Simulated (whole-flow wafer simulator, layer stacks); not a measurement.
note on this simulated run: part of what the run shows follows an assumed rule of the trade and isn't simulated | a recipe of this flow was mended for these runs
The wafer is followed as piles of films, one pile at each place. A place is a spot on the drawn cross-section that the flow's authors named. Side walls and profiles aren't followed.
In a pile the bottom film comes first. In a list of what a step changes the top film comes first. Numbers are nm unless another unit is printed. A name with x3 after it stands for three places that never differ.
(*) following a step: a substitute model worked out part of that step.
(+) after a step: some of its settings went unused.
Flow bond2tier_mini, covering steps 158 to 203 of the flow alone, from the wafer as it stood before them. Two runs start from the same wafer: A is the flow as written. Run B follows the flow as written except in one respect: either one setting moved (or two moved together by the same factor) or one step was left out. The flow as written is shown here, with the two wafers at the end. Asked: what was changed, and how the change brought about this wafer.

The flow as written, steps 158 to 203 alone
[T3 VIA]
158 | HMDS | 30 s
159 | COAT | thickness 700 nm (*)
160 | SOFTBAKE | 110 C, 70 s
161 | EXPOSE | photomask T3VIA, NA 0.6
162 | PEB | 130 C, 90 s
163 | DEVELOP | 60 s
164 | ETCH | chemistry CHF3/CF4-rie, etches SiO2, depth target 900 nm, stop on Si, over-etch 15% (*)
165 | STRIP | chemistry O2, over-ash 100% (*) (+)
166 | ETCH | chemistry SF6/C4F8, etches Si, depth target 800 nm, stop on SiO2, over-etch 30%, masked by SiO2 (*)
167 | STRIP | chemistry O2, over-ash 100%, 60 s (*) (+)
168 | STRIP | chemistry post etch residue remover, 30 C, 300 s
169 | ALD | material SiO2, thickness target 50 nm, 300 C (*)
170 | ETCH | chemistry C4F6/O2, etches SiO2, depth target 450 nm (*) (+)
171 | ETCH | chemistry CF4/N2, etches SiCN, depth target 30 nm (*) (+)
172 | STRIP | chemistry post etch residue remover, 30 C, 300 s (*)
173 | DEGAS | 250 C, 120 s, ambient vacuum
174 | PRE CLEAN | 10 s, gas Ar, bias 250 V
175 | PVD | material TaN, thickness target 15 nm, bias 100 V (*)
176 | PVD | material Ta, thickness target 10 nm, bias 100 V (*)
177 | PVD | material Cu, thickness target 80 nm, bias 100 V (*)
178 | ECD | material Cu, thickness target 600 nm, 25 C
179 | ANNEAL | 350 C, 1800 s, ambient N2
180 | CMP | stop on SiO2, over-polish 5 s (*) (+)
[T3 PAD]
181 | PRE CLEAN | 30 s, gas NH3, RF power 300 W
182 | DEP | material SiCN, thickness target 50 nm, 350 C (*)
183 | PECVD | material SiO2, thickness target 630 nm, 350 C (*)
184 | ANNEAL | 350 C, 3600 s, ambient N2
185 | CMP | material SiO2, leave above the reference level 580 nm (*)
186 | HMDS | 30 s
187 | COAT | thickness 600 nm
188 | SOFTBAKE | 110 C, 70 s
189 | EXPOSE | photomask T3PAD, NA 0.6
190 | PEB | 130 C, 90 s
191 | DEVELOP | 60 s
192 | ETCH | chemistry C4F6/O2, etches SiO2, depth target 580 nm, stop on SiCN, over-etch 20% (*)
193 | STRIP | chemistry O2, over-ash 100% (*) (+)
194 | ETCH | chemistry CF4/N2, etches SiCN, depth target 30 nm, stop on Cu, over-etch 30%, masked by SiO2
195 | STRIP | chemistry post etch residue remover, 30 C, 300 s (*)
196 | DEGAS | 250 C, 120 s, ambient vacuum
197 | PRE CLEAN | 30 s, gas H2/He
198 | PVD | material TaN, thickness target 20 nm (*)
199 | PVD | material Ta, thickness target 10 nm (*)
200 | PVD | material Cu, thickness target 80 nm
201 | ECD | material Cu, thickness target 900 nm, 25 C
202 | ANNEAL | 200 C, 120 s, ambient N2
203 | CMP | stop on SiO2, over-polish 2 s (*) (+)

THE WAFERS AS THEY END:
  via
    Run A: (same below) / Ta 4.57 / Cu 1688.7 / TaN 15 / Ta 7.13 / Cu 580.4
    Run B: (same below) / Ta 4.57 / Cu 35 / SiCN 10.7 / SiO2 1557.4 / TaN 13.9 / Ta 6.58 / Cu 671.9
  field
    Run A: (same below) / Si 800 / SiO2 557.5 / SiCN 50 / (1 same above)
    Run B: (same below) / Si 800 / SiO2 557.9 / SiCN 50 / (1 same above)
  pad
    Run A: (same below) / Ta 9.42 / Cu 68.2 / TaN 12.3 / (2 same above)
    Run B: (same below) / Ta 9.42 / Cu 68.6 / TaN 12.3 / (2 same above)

Cause: step 178, ECD: material Cu, thickness target 600 nm, 25 C, was skipped.

The path from the change to this, step by step:
  180 | CMP | stop on SiO2, over-polish 5 s (*) (+)
      via: A -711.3 Cu | B nothing
      field: A -680 Cu (all of it), -10 Ta (all of it), -15 TaN (all of it), -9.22 SiO2 | B -80 Cu (all of it), -10 Ta (all of it), -15 TaN (all of it), -8.83 SiO2
      (and at 1 other place as well)
  182 | DEP | material SiCN, thickness target 50 nm, 350 C (*)
      via: A +50 SiCN (new film) | B +10.7 SiCN (new film)
  183 | PECVD | material SiO2, thickness target 630 nm, 350 C (*)
      via: A +630 SiO2 (new film) | B +2329.2 SiO2 (new film)
  192 | ETCH | chemistry C4F6/O2, etches SiO2, depth target 580 nm, stop on SiCN, over-etch 20% (*)
      via: A -580 SiO2 (all of it), -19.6 SiCN | B -696 SiO2
  194 | ETCH | chemistry CF4/N2, etches SiCN, depth target 30 nm, stop on Cu, over-etch 30%, masked by SiO2
      via: A -30.4 SiCN (all of it), -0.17 Cu | B -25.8 SiO2
  195 | STRIP | chemistry post etch residue remover, 30 C, 300 s (*)
      via: A -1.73 Cu | B nothing
  198 | PVD | material TaN, thickness target 20 nm (*)
      via: A +15 TaN (new film) | B +13.9 TaN (new film)
  199 | PVD | material Ta, thickness target 10 nm (*)
      via: A +7.13 Ta (new film) | B +6.58 Ta (new film)
  200 | PVD | material Cu, thickness target 80 nm
      via: A +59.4 Cu (new film) | B +55.2 Cu (new film)
  201 | ECD | material Cu, thickness target 900 nm, 25 C
      via: A +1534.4 Cu | B +1630 Cu
With metal films that touch counted as one body, via has 2 bodies (between them, from the top down: SiO2 1557.4 / SiCN 10.7); the flow as written gives 1 body.
